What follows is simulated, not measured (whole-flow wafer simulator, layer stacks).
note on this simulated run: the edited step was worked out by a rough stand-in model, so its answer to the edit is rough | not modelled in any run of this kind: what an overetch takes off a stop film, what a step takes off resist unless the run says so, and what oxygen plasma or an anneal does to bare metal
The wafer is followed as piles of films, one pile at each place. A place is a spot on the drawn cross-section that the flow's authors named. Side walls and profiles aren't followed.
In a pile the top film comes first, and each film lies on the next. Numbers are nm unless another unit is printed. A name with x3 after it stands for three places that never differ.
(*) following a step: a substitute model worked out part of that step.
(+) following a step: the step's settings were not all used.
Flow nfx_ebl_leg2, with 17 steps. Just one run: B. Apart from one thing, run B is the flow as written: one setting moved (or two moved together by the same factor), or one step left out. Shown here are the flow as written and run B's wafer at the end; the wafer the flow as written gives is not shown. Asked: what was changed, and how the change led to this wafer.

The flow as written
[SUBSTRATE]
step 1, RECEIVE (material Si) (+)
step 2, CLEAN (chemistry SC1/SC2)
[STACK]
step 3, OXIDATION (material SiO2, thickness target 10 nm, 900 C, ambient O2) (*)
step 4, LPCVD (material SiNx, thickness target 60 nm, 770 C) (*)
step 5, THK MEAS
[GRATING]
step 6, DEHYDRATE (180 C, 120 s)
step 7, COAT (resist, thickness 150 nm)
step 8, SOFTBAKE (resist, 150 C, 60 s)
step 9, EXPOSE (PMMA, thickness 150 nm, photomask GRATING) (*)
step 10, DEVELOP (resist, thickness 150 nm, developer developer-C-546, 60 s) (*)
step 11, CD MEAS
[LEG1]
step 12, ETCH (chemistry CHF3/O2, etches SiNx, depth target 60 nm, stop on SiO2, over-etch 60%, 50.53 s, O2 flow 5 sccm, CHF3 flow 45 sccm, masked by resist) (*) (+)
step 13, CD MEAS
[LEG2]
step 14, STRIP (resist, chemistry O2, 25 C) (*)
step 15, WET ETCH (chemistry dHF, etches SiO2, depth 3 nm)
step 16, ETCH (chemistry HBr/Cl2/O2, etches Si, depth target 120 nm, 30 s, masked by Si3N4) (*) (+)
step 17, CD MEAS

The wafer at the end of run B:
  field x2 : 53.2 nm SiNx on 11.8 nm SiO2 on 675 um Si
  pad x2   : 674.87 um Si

The reason: step 3, OXIDATION: thickness target 11.8 nm was run, though the flow has thickness target 10 nm.
The wafer itself shows it: field x2 has SiO2 11.8, and step 3 as written asks for 10 nm.

How this came from the change, step by step:
  step 3, OXIDATION (material SiO2, thickness target 10 nm, 900 C, ambient O2) (*)
      field x2, pad x2: SiO2 gains 11.8 (new film), chemical SiO2 loses 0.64 (all of it), Si loses 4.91 (it would be, as written: SiO2 gains 10 (new film), chemical SiO2 loses 0.64 (all of it), Si loses 4.12)
  step 12, ETCH (chemistry CHF3/O2, etches SiNx, depth target 60 nm, stop on SiO2, over-etch 60%, 50.53 s, O2 flow 5 sccm, CHF3 flow 45 sccm, masked by resist) (*) (+)
      pad x2: SiNx loses 60 (all of it), SiO2 loses 11.8 (all of it) (it would be, as written: SiNx loses 60 (all of it), SiO2 loses 10 (all of it))
